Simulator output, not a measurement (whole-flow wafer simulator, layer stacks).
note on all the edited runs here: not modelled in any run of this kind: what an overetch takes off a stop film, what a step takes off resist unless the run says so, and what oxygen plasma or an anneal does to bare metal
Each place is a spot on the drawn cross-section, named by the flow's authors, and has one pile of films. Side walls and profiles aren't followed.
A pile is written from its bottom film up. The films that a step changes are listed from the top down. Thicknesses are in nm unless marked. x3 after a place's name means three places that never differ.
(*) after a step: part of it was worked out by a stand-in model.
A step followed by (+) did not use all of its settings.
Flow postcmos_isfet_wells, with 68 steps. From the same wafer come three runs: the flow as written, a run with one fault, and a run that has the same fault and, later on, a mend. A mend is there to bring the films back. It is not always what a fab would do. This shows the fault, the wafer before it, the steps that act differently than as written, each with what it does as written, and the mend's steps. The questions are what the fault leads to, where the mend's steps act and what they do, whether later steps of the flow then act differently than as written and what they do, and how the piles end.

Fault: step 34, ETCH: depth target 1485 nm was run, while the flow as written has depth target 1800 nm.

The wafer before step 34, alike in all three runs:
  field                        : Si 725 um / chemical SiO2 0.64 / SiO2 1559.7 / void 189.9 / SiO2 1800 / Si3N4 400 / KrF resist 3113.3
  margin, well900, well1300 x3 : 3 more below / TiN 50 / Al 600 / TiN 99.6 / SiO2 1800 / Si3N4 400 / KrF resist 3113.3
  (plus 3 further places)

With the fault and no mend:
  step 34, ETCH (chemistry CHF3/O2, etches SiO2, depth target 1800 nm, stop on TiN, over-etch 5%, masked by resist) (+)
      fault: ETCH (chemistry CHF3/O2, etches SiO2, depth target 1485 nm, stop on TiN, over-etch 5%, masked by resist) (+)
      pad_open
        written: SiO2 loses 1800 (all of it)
        fault: SiO2 loses 1485
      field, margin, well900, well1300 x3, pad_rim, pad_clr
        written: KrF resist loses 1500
        fault: KrF resist loses 1237.5
  Steps later in the flow that act otherwise than as written (2 other steps are not shown; they differ only slightly, by no more than 2% or 0.5 nm, whichever is larger):
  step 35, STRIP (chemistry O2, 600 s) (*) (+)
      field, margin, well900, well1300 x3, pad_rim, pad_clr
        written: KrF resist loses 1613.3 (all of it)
        fault: KrF resist loses 1875.8 (all of it)
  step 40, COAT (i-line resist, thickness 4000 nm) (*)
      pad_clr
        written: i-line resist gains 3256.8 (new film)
        fault: i-line resist gains 3356.1 (new film)
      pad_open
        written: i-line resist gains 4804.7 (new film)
        fault: i-line resist gains 4691.2 (new film)
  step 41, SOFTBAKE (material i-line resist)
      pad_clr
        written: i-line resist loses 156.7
        fault: i-line resist loses 126.1
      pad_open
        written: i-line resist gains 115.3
        fault: i-line resist gains 101.2
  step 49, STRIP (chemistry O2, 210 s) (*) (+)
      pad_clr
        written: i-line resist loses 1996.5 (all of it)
        fault: i-line resist loses 2126.3 (all of it)
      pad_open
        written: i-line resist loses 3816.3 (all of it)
        fault: i-line resist loses 3688.8 (all of it)
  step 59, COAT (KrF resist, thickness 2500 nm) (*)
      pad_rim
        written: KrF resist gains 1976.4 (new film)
        fault: KrF resist gains 2048.2 (new film)
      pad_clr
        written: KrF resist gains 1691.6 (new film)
        fault: KrF resist gains 1797.8 (new film)
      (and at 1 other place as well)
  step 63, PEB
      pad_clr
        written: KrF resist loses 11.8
        fault: KrF resist loses 12.6
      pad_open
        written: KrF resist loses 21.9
        fault: KrF resist loses 21.3
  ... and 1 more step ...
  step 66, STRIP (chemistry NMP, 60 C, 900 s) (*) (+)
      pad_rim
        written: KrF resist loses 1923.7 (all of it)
        fault: KrF resist loses 1994.8 (all of it)
  The piles end different from the flow's at pad_open by more than 2% or 0.5 nm, whichever is larger.
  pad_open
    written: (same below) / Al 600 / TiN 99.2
    fault: (same below) / Al 600 / TiN 99.6 / SiO2 315

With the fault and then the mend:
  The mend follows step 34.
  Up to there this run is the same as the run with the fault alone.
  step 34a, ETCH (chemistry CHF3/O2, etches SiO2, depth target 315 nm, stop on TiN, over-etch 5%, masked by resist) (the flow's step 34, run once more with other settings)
      field, margin, well900, well1300 x3, pad_rim, pad_clr
        KrF resist loses 262.5
      pad_open
        SiO2 loses 315 (all of it)
  None of the later steps of the flow acts differently than as written at any place that is followed.
  By the end, the piles equal the flow's at every place that both follow.
